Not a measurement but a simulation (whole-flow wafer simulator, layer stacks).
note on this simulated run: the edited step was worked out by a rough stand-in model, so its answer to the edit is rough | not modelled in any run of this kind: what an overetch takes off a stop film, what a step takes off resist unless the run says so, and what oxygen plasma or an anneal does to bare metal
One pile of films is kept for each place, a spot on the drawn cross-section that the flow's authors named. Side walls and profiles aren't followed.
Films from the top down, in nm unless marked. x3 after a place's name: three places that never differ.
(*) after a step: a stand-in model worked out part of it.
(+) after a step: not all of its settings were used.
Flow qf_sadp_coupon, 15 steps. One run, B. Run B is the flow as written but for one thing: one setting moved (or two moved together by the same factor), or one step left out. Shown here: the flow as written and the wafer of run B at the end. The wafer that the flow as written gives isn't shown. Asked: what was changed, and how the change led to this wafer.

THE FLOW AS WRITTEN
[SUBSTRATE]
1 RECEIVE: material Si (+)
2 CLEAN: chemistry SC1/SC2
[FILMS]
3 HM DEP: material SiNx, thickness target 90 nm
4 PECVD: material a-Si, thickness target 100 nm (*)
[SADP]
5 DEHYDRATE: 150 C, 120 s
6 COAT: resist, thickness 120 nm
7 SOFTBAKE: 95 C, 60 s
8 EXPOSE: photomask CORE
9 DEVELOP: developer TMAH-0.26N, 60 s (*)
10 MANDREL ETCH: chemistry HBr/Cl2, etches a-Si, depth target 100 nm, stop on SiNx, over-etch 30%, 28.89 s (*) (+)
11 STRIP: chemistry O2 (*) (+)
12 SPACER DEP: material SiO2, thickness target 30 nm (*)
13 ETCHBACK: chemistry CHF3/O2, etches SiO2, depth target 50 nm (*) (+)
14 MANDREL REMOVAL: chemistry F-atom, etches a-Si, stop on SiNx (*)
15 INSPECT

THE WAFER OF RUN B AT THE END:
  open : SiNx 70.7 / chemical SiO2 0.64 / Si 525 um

The cause: step 13, ETCHBACK: depth target 45.8 nm was run, where the flow has depth target 50 nm.

How the change led to this, step by step:
  13 ETCHBACK: chemistry CHF3/O2, etches SiO2, depth target 50 nm (*) (+)
      m: SiO2 -30 (all of it), chemical SiO2 -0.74 (all of it), a-Si -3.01 (as written it would be: SiO2 -30 (all of it), chemical SiO2 -0.74 (all of it), a-Si -3.85)
      open: SiO2 -30 (all of it), SiNx -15 (as written it would be: SiO2 -30 (all of it), SiNx -19)
